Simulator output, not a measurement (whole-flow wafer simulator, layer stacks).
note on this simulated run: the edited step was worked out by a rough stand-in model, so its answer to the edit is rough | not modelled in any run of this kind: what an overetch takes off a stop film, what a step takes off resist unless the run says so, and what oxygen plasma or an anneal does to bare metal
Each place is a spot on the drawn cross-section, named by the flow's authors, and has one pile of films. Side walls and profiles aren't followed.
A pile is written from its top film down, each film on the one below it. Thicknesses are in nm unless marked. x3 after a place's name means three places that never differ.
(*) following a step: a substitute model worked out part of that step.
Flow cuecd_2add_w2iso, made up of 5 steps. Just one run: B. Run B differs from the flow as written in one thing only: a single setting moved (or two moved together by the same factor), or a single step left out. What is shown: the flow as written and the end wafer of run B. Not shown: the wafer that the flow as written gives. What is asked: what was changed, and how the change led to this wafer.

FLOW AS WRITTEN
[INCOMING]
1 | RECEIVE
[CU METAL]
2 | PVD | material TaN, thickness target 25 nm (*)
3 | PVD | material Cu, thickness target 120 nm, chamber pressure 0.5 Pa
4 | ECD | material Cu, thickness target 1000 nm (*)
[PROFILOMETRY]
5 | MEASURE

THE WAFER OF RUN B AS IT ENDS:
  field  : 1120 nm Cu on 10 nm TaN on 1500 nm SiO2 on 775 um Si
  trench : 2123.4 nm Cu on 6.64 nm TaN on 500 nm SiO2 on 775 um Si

Cause: step 2, PVD: thickness target 10 nm was run, whereas the flow has thickness target 25 nm.
The wafer lets one read it off: field has TaN 10, and step 2 as written asks for 25 nm.

Step by step, how the change led to this:
  2 | PVD | material TaN, thickness target 25 nm (*)
      field: +10 TaN (new film) (in the flow as written it would be: +25 TaN (new film))
      trench: +6.64 TaN (new film) (in the flow as written it would be: +16.6 TaN (new film))
